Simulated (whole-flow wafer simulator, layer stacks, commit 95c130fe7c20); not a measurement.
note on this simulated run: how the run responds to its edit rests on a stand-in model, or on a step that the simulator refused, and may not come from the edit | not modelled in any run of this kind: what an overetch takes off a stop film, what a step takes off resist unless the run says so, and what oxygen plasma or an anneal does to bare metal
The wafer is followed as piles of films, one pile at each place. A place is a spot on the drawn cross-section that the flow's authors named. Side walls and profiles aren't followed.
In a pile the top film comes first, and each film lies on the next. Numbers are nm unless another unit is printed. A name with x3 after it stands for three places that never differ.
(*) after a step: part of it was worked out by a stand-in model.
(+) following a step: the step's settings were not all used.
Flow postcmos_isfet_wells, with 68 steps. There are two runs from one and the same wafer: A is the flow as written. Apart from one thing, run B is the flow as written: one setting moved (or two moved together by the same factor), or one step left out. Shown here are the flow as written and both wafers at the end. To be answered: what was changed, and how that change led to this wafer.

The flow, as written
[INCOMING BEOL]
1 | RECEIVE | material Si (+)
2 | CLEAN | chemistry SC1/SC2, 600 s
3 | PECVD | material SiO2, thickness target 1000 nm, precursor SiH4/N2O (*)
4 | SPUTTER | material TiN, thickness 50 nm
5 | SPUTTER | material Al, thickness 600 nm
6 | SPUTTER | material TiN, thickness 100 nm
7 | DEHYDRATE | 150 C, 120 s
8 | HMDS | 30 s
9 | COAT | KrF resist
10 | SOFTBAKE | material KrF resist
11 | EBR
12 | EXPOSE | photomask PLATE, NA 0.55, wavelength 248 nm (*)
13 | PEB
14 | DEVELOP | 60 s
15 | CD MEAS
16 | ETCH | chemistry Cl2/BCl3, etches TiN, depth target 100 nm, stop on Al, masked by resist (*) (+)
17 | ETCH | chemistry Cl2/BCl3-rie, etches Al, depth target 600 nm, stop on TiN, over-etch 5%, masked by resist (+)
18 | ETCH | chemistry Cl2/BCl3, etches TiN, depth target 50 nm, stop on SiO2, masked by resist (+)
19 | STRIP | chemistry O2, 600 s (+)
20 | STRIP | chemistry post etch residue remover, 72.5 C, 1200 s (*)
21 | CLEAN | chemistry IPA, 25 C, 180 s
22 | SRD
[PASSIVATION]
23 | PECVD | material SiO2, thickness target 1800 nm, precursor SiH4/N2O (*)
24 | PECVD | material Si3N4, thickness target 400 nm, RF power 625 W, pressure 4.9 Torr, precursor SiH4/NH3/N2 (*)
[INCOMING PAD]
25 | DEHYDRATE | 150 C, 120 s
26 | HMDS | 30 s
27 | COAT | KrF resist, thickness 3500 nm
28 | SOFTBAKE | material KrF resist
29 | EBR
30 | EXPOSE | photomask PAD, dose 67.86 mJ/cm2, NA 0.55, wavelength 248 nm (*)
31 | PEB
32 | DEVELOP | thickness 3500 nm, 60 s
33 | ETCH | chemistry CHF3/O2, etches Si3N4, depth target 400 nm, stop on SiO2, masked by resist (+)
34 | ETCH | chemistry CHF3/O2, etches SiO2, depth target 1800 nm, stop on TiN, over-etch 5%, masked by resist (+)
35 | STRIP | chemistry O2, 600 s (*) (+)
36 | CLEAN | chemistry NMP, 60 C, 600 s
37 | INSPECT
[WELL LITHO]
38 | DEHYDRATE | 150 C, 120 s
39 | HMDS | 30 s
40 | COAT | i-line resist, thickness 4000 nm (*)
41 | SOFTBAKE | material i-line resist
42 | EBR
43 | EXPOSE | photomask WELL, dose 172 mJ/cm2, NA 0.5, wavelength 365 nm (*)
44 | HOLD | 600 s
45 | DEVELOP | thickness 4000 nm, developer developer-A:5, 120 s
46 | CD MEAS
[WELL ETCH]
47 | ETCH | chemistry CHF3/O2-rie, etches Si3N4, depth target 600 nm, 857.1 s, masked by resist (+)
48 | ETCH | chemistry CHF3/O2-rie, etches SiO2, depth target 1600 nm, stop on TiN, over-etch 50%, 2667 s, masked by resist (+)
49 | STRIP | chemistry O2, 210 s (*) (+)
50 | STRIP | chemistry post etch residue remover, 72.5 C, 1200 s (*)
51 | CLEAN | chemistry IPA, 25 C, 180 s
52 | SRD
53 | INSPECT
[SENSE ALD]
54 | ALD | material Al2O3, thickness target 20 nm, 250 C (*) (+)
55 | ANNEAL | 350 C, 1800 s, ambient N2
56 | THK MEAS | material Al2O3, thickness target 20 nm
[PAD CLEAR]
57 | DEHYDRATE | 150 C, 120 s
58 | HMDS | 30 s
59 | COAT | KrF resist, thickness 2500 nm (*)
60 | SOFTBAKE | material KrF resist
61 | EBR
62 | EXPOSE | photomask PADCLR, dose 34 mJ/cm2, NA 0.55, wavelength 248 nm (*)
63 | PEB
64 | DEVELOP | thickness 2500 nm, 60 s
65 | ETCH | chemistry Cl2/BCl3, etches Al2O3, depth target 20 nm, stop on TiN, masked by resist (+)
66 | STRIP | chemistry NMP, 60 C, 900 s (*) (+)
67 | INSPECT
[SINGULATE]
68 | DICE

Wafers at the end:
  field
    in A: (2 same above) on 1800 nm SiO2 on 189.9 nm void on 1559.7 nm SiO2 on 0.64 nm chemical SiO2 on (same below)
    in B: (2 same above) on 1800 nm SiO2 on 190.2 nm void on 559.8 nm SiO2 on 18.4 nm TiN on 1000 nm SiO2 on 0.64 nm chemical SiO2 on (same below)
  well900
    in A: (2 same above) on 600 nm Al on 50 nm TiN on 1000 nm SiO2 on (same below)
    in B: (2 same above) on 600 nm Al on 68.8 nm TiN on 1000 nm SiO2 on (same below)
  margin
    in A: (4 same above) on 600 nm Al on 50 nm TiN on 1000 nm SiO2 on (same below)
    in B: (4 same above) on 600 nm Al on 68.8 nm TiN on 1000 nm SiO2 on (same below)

The reason: step 4, SPUTTER: thickness 68.8 nm was run, while the flow as written has thickness 50 nm.
The wafer lets one read it off: well900 has TiN 68.8, and step 4 as written asks for 50 nm.

How this came from the change, step by step:
  4 | SPUTTER | material TiN, thickness 50 nm
      field, margin, well900, well1300 x3, pad_rim, pad_clr, pad_open: A TiN gains 50 (new film) | B TiN gains 68.8 (new film)
  18 | ETCH | chemistry Cl2/BCl3, etches TiN, depth target 50 nm, stop on SiO2, masked by resist (+)
      field: A TiN loses 50 (all of it) | B TiN loses 50
  23 | PECVD | material SiO2, thickness target 1800 nm, precursor SiH4/N2O (*)
      field: A SiO2 gains 1800 (new film), void gains 189.9 (new film), SiO2 gains 559.7 | B SiO2 gains 1800 (new film), void gains 190.2 (new film), SiO2 gains 559.8 (new film)
With metal films that touch counted as one body, field has 1 body; the flow as written gives 0 bodies.
